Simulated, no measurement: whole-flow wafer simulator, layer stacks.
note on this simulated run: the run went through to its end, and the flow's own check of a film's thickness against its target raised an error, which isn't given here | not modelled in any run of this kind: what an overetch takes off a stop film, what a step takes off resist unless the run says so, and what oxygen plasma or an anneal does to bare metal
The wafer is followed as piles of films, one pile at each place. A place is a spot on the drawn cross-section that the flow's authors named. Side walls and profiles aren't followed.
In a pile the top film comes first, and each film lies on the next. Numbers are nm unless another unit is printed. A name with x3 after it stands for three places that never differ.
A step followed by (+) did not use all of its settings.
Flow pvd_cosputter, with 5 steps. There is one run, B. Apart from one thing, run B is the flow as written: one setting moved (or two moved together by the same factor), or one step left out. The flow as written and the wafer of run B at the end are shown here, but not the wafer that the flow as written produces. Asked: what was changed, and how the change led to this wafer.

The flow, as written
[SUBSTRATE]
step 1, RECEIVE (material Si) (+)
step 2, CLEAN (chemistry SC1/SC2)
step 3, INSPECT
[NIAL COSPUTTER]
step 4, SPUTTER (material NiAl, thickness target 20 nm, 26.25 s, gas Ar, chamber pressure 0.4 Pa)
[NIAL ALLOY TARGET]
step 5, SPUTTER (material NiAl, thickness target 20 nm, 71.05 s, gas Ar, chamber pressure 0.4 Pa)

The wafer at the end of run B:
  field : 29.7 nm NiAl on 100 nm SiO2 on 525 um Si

Cause: step 4, SPUTTER: thickness target 9.74 nm was run, while the flow as written has thickness target 20 nm; step 4, SPUTTER: 12.78 s was run, where the flow has 26.25 s.

The path from the change to this, step by step:
  step 4, SPUTTER (material NiAl, thickness target 20 nm, 26.25 s, gas Ar, chamber pressure 0.4 Pa)
      field: +9.74 NiAl (new film) (in the flow as written it would be: +20 NiAl (new film))
